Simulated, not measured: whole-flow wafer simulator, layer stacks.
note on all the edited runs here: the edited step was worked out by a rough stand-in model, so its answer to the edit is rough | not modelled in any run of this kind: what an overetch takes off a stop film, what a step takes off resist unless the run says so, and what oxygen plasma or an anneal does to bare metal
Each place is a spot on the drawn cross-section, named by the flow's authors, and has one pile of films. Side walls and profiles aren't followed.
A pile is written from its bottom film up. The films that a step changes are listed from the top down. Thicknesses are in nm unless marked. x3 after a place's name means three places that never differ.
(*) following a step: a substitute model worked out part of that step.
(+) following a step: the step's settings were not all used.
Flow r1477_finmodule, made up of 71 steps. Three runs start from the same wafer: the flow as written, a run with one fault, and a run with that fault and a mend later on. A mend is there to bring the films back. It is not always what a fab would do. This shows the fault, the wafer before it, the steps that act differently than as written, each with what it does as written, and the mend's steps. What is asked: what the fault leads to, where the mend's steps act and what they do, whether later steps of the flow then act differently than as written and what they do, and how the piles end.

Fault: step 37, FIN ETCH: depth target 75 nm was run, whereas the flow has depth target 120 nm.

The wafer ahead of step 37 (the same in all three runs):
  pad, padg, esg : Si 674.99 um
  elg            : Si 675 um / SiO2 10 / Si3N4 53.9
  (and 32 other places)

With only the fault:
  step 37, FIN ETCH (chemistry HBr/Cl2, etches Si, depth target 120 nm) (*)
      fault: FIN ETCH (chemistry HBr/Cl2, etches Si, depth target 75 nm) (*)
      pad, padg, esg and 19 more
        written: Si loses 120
        fault: Si loses 75
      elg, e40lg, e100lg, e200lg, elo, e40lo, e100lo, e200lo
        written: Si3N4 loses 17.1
        fault: Si3N4 loses 10.7
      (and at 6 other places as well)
  Steps further on in the flow that do not act as written (not shown: 3 more steps that differ only slightly, by at most 2% or 0.5 nm, whichever is larger):
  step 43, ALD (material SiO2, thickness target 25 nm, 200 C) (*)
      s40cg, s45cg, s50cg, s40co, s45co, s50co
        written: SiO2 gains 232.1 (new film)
        fault: SiO2 gains 190.6 (new film)
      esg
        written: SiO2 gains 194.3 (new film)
        fault: SiO2 gains 155.7 (new film)
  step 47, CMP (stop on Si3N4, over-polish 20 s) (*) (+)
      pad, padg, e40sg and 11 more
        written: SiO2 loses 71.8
        fault: SiO2 loses 116.8
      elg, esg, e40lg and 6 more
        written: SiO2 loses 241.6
        fault: SiO2 loses 248
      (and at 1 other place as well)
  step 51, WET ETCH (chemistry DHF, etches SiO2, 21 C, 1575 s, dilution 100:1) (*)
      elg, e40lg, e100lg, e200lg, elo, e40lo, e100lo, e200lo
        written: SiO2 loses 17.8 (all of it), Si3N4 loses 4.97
        fault: SiO2 loses 11.4 (all of it), Si3N4 loses 5.49
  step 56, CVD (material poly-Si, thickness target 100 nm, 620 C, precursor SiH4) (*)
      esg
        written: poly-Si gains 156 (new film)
        fault: poly-Si gains 161.9 (new film)
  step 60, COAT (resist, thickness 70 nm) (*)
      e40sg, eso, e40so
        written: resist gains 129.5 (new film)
        fault: resist gains 135 (new film)
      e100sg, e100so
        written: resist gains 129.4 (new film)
        fault: resist gains 135 (new film)
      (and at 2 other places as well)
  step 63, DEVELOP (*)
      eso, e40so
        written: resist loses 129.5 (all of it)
        fault: resist loses 135 (all of it)
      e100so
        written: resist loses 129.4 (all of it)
        fault: resist loses 135 (all of it)
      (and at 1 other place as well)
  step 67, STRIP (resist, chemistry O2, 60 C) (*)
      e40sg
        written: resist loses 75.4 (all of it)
        fault: resist loses 80.9 (all of it)
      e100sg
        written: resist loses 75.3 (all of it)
        fault: resist loses 80.9 (all of it)
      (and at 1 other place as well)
  The piles end different from the flow's at pad, padg, elg and 27 more by more than 2% or 0.5 nm, whichever is larger.
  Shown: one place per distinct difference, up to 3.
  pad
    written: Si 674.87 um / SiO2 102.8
    fault: Si 674.92 um / SiO2 57.9
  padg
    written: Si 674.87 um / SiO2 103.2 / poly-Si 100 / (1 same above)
    fault: Si 674.92 um / SiO2 58.4 / poly-Si 100 / (1 same above)
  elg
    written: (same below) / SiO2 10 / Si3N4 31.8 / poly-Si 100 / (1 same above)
    fault: (same below) / SiO2 10 / Si3N4 37.7 / poly-Si 100 / (1 same above)

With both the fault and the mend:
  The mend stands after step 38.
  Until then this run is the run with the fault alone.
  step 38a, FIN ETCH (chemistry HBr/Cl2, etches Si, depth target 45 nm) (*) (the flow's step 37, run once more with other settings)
      pad, padg, esg and 19 more
        Si loses 45
      elg, e40lg, e100lg, e200lg, elo, e40lo, e100lo, e200lo
        Si3N4 loses 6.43
      s40sg_line, s45sg_line, s50sg_line, s40so_line, s45so_line, s50so_line
        SiO2 loses 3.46
  None of the later steps of the flow acts differently than as written at any place that is followed.
  At every place that both follow, the piles at the end match the flow's.
